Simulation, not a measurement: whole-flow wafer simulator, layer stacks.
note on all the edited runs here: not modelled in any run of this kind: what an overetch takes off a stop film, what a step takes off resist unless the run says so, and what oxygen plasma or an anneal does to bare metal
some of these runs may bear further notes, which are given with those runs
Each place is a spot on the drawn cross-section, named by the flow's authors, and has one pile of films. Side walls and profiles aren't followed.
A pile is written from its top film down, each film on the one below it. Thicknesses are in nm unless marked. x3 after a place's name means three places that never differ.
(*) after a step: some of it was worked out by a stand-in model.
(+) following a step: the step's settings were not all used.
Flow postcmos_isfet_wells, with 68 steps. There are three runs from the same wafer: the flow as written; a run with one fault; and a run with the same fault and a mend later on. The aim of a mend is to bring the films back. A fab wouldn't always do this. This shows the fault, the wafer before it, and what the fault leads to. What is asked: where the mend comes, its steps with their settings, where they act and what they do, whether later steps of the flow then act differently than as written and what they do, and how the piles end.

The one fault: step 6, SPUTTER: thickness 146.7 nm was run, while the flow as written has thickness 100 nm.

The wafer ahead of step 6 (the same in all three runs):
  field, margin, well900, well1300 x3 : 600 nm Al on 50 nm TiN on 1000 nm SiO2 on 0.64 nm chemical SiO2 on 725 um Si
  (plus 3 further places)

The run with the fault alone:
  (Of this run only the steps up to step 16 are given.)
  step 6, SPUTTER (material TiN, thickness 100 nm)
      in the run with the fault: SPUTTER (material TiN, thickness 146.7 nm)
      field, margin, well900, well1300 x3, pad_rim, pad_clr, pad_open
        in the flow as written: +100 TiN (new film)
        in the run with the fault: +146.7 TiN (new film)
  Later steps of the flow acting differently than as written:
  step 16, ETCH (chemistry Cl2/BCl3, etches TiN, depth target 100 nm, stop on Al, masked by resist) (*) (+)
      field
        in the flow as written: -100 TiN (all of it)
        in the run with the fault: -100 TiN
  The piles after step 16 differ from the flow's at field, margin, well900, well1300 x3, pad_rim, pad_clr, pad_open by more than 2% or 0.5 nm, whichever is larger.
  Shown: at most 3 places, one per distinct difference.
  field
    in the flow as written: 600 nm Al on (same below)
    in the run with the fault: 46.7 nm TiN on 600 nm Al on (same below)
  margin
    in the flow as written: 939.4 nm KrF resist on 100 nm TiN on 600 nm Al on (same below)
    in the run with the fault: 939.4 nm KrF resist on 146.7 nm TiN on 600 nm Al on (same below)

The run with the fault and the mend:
  After step 6 comes the mend.
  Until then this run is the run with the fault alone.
  step 6a, ETCH (chemistry peroxide tin strip, depth target 46.7 nm)
      field, margin, well900, well1300 x3, pad_rim, pad_clr, pad_open
        -46.7 TiN
  Later steps of the flow that are run all act as written at every place that is followed.
  The piles end the same as the flow's at every place that both follow.
